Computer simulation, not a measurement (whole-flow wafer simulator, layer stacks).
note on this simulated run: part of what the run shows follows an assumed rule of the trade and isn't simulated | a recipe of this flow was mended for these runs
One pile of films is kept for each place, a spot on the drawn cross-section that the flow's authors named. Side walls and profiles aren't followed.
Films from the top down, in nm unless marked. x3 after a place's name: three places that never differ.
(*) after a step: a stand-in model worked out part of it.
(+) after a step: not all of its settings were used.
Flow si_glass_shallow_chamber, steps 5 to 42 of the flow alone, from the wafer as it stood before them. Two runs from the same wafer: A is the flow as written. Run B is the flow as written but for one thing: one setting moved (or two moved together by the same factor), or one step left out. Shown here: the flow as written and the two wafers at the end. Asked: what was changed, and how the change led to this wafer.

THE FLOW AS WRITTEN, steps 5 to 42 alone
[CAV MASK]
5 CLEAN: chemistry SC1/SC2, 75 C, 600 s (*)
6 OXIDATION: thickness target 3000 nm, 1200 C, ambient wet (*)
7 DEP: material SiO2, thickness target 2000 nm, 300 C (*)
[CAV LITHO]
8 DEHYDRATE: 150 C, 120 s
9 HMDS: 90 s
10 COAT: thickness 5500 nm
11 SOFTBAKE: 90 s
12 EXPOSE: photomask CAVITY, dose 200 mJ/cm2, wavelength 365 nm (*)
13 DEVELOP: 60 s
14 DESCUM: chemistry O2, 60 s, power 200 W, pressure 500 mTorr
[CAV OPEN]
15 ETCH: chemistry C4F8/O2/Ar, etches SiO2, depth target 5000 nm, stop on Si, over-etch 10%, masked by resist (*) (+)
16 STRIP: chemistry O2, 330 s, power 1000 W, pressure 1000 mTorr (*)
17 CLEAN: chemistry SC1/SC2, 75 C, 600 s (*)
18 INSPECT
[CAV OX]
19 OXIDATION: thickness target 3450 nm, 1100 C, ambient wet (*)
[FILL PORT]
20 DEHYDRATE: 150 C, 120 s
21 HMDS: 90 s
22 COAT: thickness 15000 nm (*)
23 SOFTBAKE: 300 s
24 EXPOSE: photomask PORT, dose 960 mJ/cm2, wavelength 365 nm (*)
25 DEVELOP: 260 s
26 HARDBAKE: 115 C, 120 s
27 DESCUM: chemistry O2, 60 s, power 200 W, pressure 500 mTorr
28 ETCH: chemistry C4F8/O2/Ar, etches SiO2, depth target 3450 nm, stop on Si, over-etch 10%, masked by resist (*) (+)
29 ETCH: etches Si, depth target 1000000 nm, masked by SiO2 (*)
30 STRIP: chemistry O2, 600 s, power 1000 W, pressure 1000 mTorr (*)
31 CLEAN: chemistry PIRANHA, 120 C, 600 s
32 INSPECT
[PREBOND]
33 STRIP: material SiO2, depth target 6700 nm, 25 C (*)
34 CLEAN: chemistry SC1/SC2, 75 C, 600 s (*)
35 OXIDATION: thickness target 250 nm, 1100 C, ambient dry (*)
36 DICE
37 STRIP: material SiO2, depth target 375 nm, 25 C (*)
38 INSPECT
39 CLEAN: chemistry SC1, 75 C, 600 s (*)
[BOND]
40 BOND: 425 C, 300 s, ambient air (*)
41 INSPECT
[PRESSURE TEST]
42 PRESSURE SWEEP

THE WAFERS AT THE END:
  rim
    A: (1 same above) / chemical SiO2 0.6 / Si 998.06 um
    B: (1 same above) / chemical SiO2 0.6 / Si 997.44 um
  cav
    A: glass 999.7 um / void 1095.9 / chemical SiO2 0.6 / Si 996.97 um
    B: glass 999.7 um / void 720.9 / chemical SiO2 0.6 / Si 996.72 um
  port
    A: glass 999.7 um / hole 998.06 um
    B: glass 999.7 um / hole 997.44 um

The cause: step 6, OXIDATION: thickness target 4650 nm was run, where the flow has thickness target 3000 nm.

How the change led to this, step by step:
  6 OXIDATION: thickness target 3000 nm, 1200 C, ambient wet (*)
      rim, ramp, cav, port, septum, ring: A SiO2 +3000 (new film), chemical SiO2 -0.6 (all of it), Si -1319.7 | B SiO2 +4650 (new film), chemical SiO2 -0.6 (all of it), Si -2045.7
  15 ETCH: chemistry C4F8/O2/Ar, etches SiO2, depth target 5000 nm, stop on Si, over-etch 10%, masked by resist (*) (+)
      cav, port: A SiO2 -5000 (all of it), Si -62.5 | B SiO2 -5500
  16 STRIP: chemistry O2, 330 s, power 1000 W, pressure 1000 mTorr (*)
      cav, port: A chemical SiO2 +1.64 (new film), Si -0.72 | B nothing
  17 CLEAN: chemistry SC1/SC2, 75 C, 600 s (*)
      cav, port: A chemical SiO2 -1.04, Si -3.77 | B SiO2 -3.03
  19 OXIDATION: thickness target 3450 nm, 1100 C, ambient wet (*)
      cav, port: A SiO2 +3450 (new film), chemical SiO2 -0.6 (all of it), Si -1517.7 | B SiO2 +2512.1, Si -1105.3
      rim, ramp, septum, ring: A SiO2 +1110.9, Si -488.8 | B SiO2 +873.7, Si -384.4
  22 COAT: thickness 15000 nm (*)
      rim: A thick-i-line-resist +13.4 um (new film) | B thick-i-line-resist +13.06 um (new film)
      ramp: A thick-i-line-resist +12.89 um (new film) | B thick-i-line-resist +12.45 um (new film)
      (and at 4 more places)
  23 SOFTBAKE: 300 s
      rim: A thick-i-line-resist -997 | B thick-i-line-resist -1232.9
      ramp: A thick-i-line-resist -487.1 | B thick-i-line-resist -614.1
      (and at 4 more places)
  25 DEVELOP: 260 s
      port: A thick-i-line-resist -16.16 um (all of it) | B thick-i-line-resist -16.41 um (all of it)
  26 HARDBAKE: 115 C, 120 s
      rim, ramp: A thick-i-line-resist -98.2 | B thick-i-line-resist -91.4
      cav: A thick-i-line-resist -147.1 | B thick-i-line-resist -150.6
  28 ETCH: chemistry C4F8/O2/Ar, etches SiO2, depth target 3450 nm, stop on Si, over-etch 10%, masked by resist (*) (+)
      port: A SiO2 -3450 (all of it), Si -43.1 | B SiO2 -3659.1 (all of it), Si -17
  29 ETCH: etches Si, depth target 1000000 nm, masked by SiO2 (*)
      rim, ramp: A thick-i-line-resist -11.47 um (all of it), SiO2 -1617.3 | B thick-i-line-resist -10.91 um (all of it), SiO2 -1919.4
      port: A hole +997.05 um (new film), Si -997.05 um (all of it) | B hole +996.83 um (new film), Si -996.83 um (all of it)
      (and at 2 more places)
  30 STRIP: chemistry O2, 600 s, power 1000 W, pressure 1000 mTorr (*)
      cav: A thick-i-line-resist -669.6 (all of it) | B thick-i-line-resist -921.3 (all of it)
  33 STRIP: material SiO2, depth target 6700 nm, 25 C (*)
      rim, ramp: A SiO2 -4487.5 (all of it) | B SiO2 -5598.2 (all of it)
      cav: A SiO2 -3450 (all of it) | B SiO2 -3659.1 (all of it)
      (and at 2 more places)
  40 BOND: 425 C, 300 s, ambient air (*)
      cav: A glass +999.7 um (new film), void +1095.9 (new film) | B glass +999.7 um (new film), void +720.9 (new film)
      port: A glass +999.7 um (new film), hole +1017.3 | B glass +999.7 um (new film), hole +616.1
